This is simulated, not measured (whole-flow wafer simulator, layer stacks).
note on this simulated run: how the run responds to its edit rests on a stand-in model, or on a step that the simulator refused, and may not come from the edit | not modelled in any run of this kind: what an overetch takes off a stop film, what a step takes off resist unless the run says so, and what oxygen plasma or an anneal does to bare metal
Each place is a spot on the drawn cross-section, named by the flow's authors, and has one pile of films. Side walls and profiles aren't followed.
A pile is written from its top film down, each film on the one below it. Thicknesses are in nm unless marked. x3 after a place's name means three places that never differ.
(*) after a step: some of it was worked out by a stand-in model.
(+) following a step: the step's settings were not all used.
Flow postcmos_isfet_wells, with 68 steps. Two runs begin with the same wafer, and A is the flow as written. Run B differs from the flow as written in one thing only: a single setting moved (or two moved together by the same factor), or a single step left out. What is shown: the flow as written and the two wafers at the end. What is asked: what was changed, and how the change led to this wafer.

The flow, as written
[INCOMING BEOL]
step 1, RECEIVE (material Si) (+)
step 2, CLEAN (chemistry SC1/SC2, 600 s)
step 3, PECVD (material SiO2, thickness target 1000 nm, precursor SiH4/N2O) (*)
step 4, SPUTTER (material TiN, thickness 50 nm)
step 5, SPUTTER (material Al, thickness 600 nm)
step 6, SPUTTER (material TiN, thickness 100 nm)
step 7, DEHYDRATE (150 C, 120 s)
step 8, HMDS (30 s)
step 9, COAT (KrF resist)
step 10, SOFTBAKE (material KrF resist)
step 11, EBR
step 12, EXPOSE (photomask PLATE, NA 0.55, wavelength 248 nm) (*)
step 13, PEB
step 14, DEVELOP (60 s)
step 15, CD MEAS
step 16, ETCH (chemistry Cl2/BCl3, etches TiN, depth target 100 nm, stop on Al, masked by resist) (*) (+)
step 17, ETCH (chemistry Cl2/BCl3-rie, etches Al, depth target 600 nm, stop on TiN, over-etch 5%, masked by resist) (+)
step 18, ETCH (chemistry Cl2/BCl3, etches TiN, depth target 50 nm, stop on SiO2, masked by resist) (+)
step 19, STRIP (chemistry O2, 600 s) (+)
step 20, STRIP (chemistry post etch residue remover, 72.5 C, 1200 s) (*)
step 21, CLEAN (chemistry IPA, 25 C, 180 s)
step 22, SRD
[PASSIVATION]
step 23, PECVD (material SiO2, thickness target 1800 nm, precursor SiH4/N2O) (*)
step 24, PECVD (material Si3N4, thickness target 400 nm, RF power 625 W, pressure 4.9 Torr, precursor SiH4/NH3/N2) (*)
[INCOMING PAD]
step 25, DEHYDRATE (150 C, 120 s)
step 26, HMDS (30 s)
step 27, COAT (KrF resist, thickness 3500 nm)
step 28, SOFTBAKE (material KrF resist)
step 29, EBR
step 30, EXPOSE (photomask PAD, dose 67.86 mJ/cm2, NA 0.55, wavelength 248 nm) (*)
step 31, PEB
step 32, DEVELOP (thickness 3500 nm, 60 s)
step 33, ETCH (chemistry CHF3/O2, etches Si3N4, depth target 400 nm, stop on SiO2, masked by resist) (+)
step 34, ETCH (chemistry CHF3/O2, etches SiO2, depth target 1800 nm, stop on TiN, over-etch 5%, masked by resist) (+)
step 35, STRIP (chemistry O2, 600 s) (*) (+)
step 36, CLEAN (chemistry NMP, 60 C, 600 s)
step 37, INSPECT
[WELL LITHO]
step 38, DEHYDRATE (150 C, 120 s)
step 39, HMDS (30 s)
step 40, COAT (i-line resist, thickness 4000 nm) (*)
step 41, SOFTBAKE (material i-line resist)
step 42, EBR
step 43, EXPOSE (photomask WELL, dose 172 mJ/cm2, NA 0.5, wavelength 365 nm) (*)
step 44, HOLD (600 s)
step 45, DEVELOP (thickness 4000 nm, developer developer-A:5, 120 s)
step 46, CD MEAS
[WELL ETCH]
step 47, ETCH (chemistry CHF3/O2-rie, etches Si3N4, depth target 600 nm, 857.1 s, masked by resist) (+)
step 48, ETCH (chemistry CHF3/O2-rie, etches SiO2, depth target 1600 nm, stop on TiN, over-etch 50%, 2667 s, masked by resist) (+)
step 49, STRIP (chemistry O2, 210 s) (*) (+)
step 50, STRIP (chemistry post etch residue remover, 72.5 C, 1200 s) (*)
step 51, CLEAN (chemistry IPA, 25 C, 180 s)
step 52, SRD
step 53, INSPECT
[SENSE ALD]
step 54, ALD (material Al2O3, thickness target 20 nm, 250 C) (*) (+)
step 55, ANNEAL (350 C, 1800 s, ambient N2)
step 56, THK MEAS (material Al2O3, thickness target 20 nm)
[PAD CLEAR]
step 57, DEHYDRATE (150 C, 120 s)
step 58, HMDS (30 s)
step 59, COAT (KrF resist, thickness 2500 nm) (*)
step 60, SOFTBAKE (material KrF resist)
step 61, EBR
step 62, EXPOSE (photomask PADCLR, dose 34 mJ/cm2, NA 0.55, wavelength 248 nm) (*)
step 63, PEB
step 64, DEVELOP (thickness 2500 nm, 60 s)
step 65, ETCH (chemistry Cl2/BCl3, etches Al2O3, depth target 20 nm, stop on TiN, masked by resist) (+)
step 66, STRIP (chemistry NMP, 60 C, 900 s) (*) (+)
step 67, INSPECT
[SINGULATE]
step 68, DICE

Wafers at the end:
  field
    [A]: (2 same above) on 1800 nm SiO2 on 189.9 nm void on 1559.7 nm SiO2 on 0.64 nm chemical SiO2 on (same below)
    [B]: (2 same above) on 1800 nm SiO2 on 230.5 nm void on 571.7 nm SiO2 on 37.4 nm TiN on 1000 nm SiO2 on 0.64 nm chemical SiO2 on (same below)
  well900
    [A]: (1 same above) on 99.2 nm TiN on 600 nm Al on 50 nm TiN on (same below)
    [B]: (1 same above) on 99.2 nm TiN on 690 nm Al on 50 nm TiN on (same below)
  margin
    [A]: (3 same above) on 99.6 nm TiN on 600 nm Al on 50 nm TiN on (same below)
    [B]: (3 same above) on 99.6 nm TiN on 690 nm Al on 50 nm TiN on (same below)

What caused this: step 5, SPUTTER: thickness 690 nm was run, whereas the flow has thickness 600 nm.
The wafer itself shows it: well900 has Al 690, and step 5 as written asks for 600 nm.

Step by step, how the change led to this:
  step 5, SPUTTER (material Al, thickness 600 nm)
      field, margin, well900, well1300 x3, pad_rim, pad_clr, pad_open: A +600 Al (new film) | B +690 Al (new film)
  step 17, ETCH (chemistry Cl2/BCl3-rie, etches Al, depth target 600 nm, stop on TiN, over-etch 5%, masked by resist) (+)
      field: A -600 Al (all of it) | B -600 Al
  step 18, ETCH (chemistry Cl2/BCl3, etches TiN, depth target 50 nm, stop on SiO2, masked by resist) (+)
      field: A -50 TiN (all of it) | B -90 Al (all of it), -12.2 TiN
  step 23, PECVD (material SiO2, thickness target 1800 nm, precursor SiH4/N2O) (*)
      field: A +1800 SiO2 (new film), +189.9 void (new film), +559.7 SiO2 | B +1800 SiO2 (new film), +230.5 void (new film), +571.7 SiO2 (new film)
With metal films that touch counted as one body, field has 1 body; the flow as written gives 0 bodies.
